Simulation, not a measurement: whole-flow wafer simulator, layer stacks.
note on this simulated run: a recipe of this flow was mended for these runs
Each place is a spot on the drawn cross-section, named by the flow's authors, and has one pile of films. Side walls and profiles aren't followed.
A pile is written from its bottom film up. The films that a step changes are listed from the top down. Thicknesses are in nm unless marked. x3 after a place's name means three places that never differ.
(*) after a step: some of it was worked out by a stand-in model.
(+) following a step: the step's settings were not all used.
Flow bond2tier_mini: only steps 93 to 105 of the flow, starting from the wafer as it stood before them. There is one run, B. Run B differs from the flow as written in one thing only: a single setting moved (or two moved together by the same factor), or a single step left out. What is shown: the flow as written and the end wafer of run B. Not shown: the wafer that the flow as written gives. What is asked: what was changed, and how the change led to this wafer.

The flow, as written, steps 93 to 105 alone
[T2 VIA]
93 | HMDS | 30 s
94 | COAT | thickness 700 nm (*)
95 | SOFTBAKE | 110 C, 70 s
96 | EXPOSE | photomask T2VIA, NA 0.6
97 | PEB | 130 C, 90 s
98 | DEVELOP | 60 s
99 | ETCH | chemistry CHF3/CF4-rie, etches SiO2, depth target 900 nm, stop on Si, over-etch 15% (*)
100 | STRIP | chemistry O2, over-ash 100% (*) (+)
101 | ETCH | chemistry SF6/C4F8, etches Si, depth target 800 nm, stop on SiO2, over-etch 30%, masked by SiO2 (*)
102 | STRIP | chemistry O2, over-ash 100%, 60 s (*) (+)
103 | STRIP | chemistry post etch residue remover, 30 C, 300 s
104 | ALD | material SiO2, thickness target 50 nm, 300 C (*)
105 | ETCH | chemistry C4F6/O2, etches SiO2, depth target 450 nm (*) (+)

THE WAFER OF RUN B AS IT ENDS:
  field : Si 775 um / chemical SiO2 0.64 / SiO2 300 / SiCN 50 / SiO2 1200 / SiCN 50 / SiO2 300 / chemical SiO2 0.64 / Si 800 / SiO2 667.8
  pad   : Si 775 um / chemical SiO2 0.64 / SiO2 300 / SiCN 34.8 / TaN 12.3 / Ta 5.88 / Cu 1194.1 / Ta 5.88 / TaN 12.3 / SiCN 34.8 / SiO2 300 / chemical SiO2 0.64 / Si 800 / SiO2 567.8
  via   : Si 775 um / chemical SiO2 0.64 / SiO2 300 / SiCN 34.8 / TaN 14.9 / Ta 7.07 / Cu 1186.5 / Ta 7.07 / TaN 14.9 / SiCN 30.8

What caused this: step 101, ETCH: depth target 664.2 nm was run, whereas the flow has depth target 800 nm; step 105, ETCH: depth target 373.6 nm was run, where the flow has depth target 450 nm.

How this came from the change, step by step:
  101 | ETCH | chemistry SF6/C4F8, etches Si, depth target 800 nm, stop on SiO2, over-etch 30%, masked by SiO2 (*)
      field, pad: -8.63 SiO2 (as written it would have been: -10.3 SiO2)
      via: -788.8 Si (all of it), -0.64 chemical SiO2 (all of it), -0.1 SiO2 (as written it would have been: -788.8 Si (all of it), -0.64 chemical SiO2 (all of it), -1.87 SiO2)
  105 | ETCH | chemistry C4F6/O2, etches SiO2, depth target 450 nm (*) (+)
      field, pad: -373.6 SiO2 (as written it would have been: -450 SiO2)
      via: -349.9 SiO2 (all of it), -4 SiCN (as written it would have been: -348.1 SiO2 (all of it), -17.2 SiCN)
